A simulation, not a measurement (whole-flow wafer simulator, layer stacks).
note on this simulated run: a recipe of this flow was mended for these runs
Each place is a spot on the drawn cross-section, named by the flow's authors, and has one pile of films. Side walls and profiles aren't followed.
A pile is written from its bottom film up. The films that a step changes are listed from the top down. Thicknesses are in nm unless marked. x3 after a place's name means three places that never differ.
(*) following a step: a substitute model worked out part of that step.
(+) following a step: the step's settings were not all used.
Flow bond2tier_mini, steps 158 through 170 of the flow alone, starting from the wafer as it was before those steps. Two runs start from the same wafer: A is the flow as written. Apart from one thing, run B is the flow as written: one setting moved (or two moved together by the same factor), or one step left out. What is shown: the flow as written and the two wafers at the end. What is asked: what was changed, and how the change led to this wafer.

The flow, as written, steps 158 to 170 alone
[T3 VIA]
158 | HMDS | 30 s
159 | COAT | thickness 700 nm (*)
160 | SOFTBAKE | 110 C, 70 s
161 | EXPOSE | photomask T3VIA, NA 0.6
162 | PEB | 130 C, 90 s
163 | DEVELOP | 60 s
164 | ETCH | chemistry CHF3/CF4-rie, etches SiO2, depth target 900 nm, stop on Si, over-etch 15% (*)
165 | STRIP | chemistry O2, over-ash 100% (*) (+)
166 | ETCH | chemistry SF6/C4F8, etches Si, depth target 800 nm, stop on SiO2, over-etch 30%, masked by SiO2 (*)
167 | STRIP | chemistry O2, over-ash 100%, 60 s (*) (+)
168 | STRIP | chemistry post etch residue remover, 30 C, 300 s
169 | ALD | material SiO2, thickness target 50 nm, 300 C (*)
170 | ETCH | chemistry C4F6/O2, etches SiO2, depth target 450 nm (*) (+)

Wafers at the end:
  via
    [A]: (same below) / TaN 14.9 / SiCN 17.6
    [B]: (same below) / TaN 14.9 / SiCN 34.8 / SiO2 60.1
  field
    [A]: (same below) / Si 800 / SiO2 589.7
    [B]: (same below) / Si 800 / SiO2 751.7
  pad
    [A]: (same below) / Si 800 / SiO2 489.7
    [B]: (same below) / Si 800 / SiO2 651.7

Cause: step 170, ETCH: depth target 288 nm was run, though the flow has depth target 450 nm.

How this came from the change, step by step:
  170 | ETCH | chemistry C4F6/O2, etches SiO2, depth target 450 nm (*) (+)
      via: A SiO2 loses 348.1 (all of it), SiCN loses 17.2 | B SiO2 loses 288
      field, pad: A SiO2 loses 450 | B SiO2 loses 288
